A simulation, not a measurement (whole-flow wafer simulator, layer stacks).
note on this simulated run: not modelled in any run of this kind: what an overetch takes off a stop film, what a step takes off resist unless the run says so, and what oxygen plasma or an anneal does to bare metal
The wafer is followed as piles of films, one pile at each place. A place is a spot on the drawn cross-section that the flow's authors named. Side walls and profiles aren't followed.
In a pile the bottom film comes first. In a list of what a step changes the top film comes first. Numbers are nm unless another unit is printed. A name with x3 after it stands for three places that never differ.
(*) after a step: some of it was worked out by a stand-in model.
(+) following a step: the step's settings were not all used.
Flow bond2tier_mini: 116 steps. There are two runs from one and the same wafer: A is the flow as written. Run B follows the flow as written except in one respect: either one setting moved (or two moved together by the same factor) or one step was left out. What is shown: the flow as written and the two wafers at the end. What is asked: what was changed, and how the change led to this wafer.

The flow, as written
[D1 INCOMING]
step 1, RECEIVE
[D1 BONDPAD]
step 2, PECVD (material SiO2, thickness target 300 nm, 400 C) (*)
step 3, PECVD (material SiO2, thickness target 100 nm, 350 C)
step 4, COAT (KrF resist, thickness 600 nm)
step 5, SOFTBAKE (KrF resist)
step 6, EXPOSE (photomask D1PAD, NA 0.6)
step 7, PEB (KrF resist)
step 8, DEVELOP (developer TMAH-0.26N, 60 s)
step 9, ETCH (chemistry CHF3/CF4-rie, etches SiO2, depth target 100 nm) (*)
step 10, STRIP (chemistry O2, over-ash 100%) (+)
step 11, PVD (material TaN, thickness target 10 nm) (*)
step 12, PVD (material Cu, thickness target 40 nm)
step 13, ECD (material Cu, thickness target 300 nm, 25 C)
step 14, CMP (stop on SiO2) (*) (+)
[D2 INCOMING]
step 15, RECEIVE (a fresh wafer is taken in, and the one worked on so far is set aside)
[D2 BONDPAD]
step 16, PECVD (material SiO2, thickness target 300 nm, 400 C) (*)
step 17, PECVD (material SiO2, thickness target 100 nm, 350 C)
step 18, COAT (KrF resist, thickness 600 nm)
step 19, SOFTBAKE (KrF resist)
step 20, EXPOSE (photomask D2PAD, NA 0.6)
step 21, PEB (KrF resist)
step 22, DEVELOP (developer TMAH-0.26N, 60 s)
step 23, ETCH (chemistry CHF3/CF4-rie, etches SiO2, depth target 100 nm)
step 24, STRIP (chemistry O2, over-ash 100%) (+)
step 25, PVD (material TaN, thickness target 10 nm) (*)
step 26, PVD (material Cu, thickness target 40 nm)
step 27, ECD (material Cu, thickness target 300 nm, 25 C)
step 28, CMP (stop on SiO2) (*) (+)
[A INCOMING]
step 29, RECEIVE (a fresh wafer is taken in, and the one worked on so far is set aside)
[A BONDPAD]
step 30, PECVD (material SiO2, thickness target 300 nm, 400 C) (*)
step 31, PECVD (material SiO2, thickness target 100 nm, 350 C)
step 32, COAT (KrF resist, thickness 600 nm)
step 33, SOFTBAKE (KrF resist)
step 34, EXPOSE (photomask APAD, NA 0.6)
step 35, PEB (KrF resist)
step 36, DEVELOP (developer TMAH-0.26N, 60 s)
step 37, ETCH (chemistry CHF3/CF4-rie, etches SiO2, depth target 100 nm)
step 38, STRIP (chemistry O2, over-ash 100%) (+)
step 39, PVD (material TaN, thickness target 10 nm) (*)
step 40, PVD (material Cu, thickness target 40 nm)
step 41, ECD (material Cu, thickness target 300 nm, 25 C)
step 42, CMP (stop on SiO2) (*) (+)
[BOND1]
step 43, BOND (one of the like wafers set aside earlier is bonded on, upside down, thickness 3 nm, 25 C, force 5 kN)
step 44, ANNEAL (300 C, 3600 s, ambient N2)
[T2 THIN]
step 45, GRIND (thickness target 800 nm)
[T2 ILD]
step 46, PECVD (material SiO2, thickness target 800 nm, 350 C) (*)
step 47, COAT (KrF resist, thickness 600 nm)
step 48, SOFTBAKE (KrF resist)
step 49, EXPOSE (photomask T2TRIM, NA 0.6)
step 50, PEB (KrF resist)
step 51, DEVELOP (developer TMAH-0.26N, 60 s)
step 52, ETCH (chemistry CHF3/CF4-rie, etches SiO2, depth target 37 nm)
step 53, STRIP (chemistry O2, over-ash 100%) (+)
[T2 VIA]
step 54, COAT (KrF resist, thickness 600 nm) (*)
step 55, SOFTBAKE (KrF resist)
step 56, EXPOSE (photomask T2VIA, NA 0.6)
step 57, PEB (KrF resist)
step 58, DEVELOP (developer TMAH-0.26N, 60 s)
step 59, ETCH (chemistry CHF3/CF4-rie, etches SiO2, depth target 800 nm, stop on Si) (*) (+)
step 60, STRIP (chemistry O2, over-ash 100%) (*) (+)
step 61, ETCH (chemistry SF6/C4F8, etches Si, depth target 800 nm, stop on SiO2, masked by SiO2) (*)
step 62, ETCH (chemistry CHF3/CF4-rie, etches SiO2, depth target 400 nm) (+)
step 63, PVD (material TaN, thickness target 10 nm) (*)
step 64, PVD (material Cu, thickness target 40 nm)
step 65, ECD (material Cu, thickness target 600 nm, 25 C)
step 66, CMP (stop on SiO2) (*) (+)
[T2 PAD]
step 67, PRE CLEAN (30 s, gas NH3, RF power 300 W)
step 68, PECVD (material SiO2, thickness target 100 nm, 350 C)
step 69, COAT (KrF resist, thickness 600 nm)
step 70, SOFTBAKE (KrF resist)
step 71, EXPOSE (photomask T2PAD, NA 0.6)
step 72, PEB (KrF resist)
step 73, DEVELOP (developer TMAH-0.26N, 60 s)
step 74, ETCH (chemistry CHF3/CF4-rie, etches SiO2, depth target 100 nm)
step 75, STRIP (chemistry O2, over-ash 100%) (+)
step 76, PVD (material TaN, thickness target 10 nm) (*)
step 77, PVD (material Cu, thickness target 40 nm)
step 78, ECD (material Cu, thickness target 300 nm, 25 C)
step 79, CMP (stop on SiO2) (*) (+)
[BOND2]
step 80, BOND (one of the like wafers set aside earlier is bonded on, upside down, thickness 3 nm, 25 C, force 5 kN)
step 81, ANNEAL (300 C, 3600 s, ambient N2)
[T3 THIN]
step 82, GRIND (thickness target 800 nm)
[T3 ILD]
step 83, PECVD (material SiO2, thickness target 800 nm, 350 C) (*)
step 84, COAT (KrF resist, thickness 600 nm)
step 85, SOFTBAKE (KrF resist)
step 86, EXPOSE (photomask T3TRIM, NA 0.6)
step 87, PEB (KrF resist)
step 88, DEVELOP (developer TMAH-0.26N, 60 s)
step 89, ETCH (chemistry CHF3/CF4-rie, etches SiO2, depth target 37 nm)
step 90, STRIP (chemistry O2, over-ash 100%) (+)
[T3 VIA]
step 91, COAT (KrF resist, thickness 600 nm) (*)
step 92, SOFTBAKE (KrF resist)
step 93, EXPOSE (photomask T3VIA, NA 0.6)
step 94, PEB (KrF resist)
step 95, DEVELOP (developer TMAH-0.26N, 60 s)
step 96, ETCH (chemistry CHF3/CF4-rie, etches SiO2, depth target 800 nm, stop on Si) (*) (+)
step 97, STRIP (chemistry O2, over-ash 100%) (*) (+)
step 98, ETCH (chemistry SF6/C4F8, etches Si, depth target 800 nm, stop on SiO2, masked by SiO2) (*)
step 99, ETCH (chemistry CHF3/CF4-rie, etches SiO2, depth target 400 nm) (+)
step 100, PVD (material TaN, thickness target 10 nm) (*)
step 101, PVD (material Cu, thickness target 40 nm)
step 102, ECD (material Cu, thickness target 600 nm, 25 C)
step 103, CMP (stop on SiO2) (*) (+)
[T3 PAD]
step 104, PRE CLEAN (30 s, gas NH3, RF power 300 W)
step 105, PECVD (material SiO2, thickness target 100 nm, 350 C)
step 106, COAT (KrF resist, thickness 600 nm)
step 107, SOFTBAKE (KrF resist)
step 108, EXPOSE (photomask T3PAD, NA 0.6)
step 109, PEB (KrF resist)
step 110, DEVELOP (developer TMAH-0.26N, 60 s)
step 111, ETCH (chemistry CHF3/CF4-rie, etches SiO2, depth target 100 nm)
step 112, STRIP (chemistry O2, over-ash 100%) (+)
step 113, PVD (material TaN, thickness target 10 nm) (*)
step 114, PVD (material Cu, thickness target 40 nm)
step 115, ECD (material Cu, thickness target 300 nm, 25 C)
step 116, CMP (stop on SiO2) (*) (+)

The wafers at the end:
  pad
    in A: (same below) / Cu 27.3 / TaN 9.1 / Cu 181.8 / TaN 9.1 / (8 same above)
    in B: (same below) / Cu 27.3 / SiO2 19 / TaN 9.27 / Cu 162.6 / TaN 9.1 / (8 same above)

What caused this: step 74, ETCH: depth target 81 nm was run, whereas the flow has depth target 100 nm.

How this came from the change, step by step:
  step 74, ETCH (chemistry CHF3/CF4-rie, etches SiO2, depth target 100 nm)
      pad: A -100 SiO2 (all of it) | B -81 SiO2
      field: A -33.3 KrF resist | B -27 KrF resist
  step 78, ECD (material Cu, thickness target 300 nm, 25 C)
      pad: A +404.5 Cu | B +384.7 Cu
Taking metal films that touch as one body, pad has 4 bodies (between them, from the top down: SiO2 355 / Si 800 / chemical SiO2 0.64 / SiO2 300; SiO2 19; SiO2 355 / Si 800 / chemical SiO2 0.64 / SiO2 300); the flow as written gives 3 bodies (between them, from the top down: SiO2 355 / Si 800 / chemical SiO2 0.64 / SiO2 300; SiO2 355 / Si 800 / chemical SiO2 0.64 / SiO2 300).
